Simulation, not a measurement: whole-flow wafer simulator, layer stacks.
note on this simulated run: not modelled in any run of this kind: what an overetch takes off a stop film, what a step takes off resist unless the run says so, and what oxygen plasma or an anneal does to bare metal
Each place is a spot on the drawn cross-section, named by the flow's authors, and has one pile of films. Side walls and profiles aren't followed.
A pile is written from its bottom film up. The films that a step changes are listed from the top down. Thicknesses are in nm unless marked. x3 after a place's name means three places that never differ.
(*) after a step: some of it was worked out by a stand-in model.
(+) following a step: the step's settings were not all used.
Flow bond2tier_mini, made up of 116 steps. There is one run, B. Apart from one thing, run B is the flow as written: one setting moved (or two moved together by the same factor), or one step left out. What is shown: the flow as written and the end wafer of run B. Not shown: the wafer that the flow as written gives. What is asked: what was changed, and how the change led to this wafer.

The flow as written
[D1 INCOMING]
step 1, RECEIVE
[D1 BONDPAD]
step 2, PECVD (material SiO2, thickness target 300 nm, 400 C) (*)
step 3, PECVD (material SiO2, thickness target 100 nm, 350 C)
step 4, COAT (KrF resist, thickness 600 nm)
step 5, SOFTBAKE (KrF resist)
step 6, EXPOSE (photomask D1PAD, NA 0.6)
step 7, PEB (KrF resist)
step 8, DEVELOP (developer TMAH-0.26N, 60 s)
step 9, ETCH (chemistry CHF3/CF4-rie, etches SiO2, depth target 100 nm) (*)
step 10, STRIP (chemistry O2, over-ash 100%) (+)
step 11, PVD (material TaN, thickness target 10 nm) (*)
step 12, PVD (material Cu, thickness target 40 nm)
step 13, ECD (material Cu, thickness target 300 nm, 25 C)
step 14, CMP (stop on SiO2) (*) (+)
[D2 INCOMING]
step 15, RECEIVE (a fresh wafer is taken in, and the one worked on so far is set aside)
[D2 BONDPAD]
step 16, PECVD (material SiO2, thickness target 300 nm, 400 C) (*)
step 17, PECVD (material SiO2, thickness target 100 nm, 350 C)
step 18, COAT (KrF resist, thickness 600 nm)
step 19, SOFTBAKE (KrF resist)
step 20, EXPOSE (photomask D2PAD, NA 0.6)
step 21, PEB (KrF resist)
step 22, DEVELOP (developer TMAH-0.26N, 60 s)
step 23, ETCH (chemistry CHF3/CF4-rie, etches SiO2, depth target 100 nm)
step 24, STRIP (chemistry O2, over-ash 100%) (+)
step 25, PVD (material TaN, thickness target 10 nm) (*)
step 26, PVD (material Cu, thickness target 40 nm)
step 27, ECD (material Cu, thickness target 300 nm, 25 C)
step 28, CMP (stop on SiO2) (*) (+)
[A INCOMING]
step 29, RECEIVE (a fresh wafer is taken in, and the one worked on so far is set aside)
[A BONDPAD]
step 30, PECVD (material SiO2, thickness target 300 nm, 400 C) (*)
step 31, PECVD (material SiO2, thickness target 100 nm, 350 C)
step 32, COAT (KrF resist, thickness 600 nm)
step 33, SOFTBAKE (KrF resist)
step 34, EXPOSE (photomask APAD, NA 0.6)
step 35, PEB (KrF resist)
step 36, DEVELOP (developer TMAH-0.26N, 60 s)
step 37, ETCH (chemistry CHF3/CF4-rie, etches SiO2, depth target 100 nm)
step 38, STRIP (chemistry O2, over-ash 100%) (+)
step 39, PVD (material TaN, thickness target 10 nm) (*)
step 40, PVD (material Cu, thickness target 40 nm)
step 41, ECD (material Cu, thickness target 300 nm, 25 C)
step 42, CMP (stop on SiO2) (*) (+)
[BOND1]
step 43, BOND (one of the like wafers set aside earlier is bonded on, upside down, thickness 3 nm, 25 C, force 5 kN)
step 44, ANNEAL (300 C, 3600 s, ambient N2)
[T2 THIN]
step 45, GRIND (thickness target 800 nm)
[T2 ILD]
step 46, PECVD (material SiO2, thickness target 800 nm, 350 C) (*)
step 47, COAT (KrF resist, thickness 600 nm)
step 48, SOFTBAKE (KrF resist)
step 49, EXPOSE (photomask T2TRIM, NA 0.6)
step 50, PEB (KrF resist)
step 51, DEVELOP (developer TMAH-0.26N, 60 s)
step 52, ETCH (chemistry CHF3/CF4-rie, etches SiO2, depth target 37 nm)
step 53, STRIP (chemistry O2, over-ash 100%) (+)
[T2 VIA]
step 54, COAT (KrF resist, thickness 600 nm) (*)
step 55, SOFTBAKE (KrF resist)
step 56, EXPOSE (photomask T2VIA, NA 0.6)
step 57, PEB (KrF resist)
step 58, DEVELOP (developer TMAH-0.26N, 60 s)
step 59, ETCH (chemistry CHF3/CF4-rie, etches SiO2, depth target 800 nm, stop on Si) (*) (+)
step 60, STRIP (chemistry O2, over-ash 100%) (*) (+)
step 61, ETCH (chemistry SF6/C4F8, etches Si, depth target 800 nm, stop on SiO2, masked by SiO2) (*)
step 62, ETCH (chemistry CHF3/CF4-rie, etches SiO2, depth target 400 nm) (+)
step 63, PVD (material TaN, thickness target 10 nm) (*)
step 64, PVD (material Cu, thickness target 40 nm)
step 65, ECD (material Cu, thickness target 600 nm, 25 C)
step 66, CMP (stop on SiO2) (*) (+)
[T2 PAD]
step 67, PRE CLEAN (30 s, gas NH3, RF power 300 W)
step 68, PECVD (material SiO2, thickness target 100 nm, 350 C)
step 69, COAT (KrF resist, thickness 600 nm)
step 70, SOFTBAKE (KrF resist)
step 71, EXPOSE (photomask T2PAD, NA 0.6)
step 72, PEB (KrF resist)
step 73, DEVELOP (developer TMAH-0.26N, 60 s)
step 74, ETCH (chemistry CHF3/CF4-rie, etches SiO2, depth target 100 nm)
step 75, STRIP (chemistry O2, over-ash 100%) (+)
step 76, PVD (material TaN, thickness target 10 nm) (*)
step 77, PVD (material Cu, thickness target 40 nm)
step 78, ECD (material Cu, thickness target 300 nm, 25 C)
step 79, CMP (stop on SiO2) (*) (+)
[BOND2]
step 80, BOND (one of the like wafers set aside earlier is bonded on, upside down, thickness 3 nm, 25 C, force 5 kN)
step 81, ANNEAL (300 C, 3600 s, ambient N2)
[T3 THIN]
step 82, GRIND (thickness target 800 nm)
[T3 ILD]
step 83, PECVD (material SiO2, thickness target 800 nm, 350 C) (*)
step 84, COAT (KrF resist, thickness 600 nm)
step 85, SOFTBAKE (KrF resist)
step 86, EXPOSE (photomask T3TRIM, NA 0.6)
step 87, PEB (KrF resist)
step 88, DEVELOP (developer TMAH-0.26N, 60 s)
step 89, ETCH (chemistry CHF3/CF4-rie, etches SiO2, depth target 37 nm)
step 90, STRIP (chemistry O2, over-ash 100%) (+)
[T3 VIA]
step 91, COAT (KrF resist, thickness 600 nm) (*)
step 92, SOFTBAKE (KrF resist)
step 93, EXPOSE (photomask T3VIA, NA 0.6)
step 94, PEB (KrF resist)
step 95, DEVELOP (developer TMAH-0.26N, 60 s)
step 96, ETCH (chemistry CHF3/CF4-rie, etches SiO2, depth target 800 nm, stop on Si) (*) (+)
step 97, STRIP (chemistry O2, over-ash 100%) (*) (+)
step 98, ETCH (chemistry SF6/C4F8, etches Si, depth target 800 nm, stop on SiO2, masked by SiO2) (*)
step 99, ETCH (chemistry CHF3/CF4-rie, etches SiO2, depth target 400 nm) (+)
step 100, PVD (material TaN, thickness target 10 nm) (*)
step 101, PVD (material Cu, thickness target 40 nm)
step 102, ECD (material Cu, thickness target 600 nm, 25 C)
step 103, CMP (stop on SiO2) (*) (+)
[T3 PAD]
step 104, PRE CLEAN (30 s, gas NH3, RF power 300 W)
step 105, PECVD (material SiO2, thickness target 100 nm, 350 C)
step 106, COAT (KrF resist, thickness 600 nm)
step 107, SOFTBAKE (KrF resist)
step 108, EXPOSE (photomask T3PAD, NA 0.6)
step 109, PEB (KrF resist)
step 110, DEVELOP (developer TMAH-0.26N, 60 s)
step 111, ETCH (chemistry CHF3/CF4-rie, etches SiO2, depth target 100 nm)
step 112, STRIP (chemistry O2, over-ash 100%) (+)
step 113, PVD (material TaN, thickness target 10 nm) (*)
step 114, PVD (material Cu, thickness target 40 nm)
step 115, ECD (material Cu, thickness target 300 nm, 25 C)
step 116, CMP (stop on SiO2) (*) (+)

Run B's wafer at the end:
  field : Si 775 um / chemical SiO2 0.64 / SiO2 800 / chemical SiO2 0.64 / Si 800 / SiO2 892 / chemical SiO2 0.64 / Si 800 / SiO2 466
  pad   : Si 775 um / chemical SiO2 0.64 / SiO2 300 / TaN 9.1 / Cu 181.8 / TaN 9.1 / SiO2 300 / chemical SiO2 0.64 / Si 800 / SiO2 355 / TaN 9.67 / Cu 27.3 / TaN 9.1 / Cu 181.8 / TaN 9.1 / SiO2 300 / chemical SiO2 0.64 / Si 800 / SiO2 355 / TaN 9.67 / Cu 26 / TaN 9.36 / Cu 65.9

Cause: step 105, PECVD: thickness target 74 nm was run, whereas the flow has thickness target 100 nm.

Step by step, how the change led to this:
  step 105, PECVD (material SiO2, thickness target 100 nm, 350 C)
      field: SiO2 gains 74 (it would be, as written: SiO2 gains 100)
      pad: SiO2 gains 74 (new film) (it would be, as written: SiO2 gains 100 (new film))
  step 111, ETCH (chemistry CHF3/CF4-rie, etches SiO2, depth target 100 nm)
      pad: SiO2 loses 74 (all of it), Cu loses 1.3 (it would be, as written: SiO2 loses 100 (all of it))
  step 114, PVD (material Cu, thickness target 40 nm)
      pad: Cu gains 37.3 (new film) (it would be, as written: Cu gains 36.4 (new film))
  step 115, ECD (material Cu, thickness target 300 nm, 25 C)
      pad: Cu gains 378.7 (it would be, as written: Cu gains 404.5)
